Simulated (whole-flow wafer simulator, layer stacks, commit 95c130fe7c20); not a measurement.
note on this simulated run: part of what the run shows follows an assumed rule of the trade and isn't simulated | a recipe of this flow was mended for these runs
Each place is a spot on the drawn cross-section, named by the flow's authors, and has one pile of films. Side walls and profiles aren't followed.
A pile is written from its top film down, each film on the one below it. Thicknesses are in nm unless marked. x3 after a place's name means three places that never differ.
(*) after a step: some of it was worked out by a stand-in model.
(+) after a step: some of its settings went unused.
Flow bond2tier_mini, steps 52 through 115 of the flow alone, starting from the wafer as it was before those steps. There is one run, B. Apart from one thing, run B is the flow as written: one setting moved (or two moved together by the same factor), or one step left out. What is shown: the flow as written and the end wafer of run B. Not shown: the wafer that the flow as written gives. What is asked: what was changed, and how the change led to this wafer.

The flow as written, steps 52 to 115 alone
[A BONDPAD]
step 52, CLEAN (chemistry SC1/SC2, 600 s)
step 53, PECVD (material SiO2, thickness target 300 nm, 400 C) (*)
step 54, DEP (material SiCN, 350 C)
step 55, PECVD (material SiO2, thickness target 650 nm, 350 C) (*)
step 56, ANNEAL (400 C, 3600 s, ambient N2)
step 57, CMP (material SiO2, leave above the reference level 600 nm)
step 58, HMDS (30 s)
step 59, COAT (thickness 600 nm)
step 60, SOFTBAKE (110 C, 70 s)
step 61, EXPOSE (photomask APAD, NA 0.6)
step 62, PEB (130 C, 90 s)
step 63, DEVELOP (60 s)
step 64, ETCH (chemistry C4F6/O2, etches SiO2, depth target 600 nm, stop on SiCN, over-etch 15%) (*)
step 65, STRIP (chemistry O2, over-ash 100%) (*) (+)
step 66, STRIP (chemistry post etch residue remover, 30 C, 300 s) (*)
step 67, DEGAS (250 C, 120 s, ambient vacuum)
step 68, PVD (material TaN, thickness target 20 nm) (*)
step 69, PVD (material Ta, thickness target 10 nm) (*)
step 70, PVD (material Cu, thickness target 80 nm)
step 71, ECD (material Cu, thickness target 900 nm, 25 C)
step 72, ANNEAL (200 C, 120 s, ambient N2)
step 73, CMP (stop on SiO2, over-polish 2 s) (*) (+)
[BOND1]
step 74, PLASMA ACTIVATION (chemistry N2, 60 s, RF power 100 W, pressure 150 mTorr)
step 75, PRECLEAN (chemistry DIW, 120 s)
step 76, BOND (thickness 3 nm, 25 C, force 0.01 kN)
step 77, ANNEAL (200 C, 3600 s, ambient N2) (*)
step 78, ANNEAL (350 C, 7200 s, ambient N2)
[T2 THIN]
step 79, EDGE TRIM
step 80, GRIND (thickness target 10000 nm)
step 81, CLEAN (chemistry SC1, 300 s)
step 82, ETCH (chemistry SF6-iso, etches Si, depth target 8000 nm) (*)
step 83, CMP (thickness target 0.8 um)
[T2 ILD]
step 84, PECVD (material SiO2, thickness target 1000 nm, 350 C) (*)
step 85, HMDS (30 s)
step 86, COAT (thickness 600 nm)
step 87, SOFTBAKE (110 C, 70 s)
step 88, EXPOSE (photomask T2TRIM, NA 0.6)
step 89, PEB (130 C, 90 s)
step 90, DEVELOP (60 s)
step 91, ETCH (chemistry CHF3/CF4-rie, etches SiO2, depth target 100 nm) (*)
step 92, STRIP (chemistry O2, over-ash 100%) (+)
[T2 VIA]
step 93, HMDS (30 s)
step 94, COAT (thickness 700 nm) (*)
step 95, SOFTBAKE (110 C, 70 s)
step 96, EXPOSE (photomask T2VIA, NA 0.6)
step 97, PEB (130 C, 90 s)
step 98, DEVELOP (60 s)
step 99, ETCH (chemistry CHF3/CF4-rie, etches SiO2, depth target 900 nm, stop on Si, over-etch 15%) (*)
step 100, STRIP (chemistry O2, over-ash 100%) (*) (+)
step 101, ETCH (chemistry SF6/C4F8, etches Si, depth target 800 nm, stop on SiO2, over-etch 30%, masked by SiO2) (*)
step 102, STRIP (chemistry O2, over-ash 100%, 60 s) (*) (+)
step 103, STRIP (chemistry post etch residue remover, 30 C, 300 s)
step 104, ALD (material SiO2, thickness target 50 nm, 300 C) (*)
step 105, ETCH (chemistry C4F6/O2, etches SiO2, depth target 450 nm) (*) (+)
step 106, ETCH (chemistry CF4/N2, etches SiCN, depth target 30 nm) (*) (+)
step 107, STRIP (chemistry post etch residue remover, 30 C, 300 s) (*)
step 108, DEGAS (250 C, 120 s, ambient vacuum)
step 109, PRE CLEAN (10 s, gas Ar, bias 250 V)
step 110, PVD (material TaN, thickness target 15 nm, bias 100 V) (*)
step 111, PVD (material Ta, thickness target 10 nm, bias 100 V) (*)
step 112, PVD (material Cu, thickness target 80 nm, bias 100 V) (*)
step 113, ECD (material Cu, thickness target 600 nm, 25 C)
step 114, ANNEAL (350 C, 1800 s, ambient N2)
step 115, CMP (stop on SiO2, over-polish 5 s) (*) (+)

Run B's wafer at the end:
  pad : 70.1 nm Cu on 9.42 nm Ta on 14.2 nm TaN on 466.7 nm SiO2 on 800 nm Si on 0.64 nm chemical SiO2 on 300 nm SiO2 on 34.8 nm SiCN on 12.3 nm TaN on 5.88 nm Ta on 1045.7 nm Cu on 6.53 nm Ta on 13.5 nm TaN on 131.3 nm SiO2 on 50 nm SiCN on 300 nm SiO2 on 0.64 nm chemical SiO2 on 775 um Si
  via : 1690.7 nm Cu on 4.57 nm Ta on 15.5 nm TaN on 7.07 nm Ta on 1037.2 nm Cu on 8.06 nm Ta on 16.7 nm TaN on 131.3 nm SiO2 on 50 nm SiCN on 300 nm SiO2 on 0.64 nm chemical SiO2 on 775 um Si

Cause: step 64, ETCH: depth target 407.6 nm was run, whereas the flow has depth target 600 nm.

The path from the change to this, step by step:
  step 64, ETCH (chemistry C4F6/O2, etches SiO2, depth target 600 nm, stop on SiCN, over-etch 15%) (*)
      pad, via: -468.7 SiO2 (as written it would have been: -600 SiO2 (all of it), -15.2 SiCN)
      field: -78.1 thick-KrF-resist (as written it would have been: -115 thick-KrF-resist)
  step 65, STRIP (chemistry O2, over-ash 100%) (*) (+)
      field: -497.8 thick-KrF-resist (all of it) (as written it would have been: -460.9 thick-KrF-resist (all of it))
  step 68, PVD (material TaN, thickness target 20 nm) (*)
      pad: +13.5 TaN (new film) (as written it would have been: +12.3 TaN (new film))
      via: +16.7 TaN (new film) (as written it would have been: +14.9 TaN (new film))
  step 69, PVD (material Ta, thickness target 10 nm) (*)
      pad: +6.53 Ta (new film) (as written it would have been: +5.88 Ta (new film))
      via: +8.06 Ta (new film) (as written it would have been: +7.07 Ta (new film))
  step 70, PVD (material Cu, thickness target 80 nm)
      pad: +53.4 Cu (new film) (as written it would have been: +48.4 Cu (new film))
      via: +66.4 Cu (new film) (as written it would have been: +59 Cu (new film))
  step 71, ECD (material Cu, thickness target 900 nm, 25 C)
      pad: +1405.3 Cu (as written it would have been: +1558.7 Cu)
      via: +1387.6 Cu (as written it would have been: +1544.3 Cu)
